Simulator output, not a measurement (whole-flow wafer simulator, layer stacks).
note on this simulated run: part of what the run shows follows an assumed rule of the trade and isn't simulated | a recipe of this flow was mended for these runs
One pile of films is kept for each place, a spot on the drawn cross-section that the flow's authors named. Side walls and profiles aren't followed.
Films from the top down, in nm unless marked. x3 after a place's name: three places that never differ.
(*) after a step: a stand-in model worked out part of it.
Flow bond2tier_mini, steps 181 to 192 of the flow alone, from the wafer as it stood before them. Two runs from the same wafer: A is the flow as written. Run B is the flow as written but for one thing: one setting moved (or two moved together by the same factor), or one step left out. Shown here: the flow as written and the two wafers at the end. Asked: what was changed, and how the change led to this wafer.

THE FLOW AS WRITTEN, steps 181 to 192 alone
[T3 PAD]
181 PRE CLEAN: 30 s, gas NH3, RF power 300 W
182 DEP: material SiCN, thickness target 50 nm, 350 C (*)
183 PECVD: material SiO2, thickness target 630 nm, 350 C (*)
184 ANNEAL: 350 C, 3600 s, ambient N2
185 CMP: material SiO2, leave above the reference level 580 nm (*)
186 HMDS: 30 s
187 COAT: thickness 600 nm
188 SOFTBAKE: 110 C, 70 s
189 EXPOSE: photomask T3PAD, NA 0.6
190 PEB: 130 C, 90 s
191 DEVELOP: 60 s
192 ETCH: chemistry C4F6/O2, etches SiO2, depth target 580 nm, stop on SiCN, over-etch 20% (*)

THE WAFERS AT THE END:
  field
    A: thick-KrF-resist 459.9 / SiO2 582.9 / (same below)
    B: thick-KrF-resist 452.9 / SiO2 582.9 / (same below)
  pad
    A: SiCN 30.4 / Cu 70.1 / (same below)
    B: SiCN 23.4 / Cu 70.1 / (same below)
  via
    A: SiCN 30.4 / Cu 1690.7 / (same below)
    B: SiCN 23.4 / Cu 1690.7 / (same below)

The cause: step 192, ETCH: depth target 615 nm was run, where the flow has depth target 580 nm.

How the change led to this, step by step:
  192 ETCH: chemistry C4F6/O2, etches SiO2, depth target 580 nm, stop on SiCN, over-etch 20% (*)
      pad, via: A SiO2 -580 (all of it), SiCN -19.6 | B SiO2 -580 (all of it), SiCN -26.6
      field: A thick-KrF-resist -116 | B thick-KrF-resist -123
